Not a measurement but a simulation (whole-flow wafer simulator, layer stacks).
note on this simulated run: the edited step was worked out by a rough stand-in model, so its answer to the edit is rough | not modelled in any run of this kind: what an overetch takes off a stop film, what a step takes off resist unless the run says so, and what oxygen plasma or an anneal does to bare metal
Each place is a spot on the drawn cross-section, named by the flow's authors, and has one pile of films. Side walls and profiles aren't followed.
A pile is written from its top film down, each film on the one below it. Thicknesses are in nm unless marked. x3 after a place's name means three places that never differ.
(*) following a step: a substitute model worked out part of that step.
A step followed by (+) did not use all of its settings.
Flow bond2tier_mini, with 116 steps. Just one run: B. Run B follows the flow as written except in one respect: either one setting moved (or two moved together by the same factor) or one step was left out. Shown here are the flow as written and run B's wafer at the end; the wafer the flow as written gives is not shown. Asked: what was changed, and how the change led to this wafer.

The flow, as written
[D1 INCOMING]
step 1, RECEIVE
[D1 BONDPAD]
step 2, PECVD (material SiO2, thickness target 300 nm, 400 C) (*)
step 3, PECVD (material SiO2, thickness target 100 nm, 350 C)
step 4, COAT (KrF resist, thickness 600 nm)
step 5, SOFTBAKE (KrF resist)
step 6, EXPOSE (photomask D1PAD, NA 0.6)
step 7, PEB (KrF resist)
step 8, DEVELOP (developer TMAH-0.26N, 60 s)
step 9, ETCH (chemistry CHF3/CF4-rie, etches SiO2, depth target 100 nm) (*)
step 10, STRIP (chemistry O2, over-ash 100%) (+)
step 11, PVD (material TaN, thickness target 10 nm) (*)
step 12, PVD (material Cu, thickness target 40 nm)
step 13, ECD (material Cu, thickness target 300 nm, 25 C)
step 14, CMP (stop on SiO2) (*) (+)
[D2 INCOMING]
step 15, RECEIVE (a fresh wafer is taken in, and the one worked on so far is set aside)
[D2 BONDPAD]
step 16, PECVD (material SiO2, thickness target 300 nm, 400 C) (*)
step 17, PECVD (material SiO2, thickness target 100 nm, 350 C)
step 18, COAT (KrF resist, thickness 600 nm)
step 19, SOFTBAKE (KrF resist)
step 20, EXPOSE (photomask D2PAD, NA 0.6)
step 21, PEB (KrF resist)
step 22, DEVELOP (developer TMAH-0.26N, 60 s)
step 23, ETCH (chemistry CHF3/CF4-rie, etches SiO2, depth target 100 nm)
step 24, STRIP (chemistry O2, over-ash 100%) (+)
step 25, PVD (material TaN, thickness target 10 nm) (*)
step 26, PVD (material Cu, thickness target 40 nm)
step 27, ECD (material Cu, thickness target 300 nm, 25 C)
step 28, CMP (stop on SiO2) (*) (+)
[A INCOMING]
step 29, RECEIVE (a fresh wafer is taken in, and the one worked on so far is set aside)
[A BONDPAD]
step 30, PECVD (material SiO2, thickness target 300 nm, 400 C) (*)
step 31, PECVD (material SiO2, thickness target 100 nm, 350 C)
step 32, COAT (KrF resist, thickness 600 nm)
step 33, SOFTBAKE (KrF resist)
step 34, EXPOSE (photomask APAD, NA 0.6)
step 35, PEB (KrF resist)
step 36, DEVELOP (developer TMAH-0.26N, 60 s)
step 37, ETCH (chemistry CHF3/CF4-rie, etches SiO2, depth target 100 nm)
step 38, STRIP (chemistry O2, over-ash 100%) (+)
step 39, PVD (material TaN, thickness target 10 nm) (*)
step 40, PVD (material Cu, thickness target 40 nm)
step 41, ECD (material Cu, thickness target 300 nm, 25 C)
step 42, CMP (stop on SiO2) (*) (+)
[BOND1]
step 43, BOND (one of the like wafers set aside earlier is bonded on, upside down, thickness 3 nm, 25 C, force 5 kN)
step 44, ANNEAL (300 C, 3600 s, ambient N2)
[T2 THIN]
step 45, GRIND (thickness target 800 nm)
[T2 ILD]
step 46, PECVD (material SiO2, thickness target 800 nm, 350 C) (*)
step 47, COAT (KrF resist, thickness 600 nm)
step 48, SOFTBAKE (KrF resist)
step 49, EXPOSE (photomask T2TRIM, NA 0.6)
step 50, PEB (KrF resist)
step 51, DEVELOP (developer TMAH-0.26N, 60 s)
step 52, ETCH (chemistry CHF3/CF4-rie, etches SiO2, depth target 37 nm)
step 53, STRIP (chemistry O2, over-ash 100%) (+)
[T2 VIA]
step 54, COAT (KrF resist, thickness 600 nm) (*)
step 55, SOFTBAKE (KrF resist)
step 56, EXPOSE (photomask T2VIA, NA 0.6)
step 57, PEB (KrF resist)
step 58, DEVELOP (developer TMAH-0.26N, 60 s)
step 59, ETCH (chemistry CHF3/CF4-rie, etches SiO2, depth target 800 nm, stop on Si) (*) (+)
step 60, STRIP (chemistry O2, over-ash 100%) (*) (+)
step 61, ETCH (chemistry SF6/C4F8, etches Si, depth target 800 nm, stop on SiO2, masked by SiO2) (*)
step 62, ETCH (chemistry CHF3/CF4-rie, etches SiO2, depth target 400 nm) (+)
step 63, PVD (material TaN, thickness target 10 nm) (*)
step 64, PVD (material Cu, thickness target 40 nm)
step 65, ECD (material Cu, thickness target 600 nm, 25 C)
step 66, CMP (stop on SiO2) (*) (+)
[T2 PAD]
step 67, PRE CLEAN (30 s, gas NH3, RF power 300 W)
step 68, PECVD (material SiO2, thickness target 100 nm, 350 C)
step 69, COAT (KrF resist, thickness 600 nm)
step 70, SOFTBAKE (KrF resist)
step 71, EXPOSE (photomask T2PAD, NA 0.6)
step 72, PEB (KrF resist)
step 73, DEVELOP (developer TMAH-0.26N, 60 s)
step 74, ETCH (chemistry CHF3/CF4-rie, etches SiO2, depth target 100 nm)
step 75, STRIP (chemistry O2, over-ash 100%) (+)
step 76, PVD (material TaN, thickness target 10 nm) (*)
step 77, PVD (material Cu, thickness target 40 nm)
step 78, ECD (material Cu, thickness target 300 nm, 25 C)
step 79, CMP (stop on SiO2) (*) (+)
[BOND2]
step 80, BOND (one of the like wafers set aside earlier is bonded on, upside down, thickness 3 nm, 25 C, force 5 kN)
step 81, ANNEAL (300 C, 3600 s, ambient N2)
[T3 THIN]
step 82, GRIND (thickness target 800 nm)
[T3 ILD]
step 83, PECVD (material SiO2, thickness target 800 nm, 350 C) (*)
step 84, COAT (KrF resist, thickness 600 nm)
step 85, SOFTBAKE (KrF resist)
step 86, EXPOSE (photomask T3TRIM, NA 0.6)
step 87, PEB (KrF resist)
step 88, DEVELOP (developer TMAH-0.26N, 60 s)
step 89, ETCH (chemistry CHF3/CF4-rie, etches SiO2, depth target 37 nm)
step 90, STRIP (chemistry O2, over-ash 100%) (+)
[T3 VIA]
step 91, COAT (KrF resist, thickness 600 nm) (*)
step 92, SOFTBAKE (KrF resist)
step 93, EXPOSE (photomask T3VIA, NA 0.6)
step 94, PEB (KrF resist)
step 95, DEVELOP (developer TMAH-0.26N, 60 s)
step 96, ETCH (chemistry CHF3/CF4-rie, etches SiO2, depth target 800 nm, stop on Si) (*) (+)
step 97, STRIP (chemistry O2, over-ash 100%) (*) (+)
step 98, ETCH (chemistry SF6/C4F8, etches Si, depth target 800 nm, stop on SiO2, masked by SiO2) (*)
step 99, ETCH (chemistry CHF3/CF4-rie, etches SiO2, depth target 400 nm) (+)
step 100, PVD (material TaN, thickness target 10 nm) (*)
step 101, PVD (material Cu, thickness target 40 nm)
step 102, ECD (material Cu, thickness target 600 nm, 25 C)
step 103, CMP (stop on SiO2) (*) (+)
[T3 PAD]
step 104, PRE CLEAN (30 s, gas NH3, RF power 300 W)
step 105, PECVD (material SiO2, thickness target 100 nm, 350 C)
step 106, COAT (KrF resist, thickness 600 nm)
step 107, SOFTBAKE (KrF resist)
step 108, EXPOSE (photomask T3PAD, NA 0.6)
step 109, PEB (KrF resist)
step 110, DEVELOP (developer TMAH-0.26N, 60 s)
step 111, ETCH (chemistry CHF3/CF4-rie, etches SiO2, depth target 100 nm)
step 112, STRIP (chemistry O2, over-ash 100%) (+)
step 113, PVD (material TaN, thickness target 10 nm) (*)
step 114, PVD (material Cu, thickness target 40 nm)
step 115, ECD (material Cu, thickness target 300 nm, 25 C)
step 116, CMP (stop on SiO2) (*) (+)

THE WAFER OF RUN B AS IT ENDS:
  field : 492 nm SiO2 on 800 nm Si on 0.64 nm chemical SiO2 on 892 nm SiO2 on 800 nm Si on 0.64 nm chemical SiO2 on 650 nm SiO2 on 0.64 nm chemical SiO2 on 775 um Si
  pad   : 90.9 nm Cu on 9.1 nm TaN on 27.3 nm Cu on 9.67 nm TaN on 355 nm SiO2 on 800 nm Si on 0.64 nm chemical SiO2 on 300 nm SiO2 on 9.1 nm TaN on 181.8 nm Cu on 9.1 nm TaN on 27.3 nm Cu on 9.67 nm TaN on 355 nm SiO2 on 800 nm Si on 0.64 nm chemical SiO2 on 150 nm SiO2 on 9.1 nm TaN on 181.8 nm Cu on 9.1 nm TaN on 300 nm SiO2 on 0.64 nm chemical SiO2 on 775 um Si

Cause: step 2, PECVD: thickness target 150 nm was run, whereas the flow has thickness target 300 nm.
The wafer lets one read it off: pad has SiO2 150, and step 2 as written asks for 300 nm.

How this came from the change, step by step:
  step 2, PECVD (material SiO2, thickness target 300 nm, 400 C) (*)
      field, pad, via: +150 SiO2 (new film) (in the flow as written it would be: +300 SiO2 (new film))
  step 43, BOND (one of the like wafers set aside earlier is bonded on, upside down, thickness 3 nm, 25 C, force 5 kN)
      field: +775 um Si (new film), +0.64 chemical SiO2 (new film), +250 SiO2 (in the flow as written it would be: +775 um Si (new film), +0.64 chemical SiO2 (new film), +400 SiO2)
      pad: +775 um Si (new film), +0.64 chemical SiO2 (new film), +150 SiO2 (new film), +9.1 TaN (new film), +90.9 Cu (in the flow as written it would be: +775 um Si (new film), +0.64 chemical SiO2 (new film), +300 SiO2 (new film), +9.1 TaN (new film), +90.9 Cu)
      (also at 1 further place)
